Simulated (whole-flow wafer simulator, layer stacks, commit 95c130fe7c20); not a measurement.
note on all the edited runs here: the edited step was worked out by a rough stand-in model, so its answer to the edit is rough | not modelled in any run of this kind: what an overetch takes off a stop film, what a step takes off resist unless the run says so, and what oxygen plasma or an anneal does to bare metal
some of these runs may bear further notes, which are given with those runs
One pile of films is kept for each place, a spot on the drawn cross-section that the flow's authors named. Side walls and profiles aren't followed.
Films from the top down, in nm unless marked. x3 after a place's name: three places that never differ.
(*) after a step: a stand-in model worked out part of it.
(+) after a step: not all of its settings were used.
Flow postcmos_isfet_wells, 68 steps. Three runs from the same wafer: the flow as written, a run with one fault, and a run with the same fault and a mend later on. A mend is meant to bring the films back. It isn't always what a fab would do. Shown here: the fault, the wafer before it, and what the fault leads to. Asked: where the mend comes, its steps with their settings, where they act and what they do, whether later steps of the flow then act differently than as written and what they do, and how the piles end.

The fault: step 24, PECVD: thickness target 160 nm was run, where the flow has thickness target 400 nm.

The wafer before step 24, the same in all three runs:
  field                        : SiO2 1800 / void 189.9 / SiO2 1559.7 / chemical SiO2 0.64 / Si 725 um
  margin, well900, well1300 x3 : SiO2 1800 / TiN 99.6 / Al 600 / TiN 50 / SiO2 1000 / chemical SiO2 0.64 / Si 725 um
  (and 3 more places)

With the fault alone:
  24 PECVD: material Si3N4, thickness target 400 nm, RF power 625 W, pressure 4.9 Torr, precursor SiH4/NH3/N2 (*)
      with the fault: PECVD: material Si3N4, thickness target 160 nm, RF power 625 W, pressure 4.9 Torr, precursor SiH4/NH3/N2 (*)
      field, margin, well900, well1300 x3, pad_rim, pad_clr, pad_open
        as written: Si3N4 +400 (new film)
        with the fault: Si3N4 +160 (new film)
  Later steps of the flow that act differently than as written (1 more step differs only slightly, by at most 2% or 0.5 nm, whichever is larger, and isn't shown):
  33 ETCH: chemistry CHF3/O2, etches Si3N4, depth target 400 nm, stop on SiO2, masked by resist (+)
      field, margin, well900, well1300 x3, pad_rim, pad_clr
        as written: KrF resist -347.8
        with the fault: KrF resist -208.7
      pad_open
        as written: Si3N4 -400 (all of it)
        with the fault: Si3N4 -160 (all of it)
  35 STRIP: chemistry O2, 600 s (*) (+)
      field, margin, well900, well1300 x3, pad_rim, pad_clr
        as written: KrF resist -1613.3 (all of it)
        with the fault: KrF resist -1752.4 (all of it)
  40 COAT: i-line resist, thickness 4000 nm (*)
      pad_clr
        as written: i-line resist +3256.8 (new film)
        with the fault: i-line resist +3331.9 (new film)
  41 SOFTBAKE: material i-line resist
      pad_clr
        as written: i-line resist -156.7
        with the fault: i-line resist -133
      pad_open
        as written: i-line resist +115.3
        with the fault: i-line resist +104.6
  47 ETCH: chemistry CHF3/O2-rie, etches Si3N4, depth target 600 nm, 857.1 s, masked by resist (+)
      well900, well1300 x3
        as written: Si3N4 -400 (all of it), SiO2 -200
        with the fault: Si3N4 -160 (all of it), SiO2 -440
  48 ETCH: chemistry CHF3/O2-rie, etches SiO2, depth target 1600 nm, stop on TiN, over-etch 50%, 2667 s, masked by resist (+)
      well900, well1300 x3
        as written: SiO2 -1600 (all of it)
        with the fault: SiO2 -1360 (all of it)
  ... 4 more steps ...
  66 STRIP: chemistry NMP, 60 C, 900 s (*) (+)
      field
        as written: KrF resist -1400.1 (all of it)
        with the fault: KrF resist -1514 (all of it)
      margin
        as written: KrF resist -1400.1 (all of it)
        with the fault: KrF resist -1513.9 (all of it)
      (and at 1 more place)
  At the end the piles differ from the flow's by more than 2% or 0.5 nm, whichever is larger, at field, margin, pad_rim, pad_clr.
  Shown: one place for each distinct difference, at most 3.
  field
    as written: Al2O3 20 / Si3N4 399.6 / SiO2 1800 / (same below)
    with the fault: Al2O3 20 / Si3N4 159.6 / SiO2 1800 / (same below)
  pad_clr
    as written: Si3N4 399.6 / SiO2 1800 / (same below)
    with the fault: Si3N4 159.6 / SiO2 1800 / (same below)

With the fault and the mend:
  The mend comes after step 24.
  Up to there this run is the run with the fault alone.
  24a PECVD: material Si3N4, thickness target 240 nm, RF power 625 W, pressure 4.9 Torr, precursor SiH4/NH3/N2 (*) (the flow's step 24 once more, with other settings)
      field, margin, well900, well1300 x3, pad_rim, pad_clr, pad_open
        Si3N4 +240
  No later step of the flow acts differently than as written at any place that is followed.
  At the end the piles are the same as the flow's at every place that both follow.
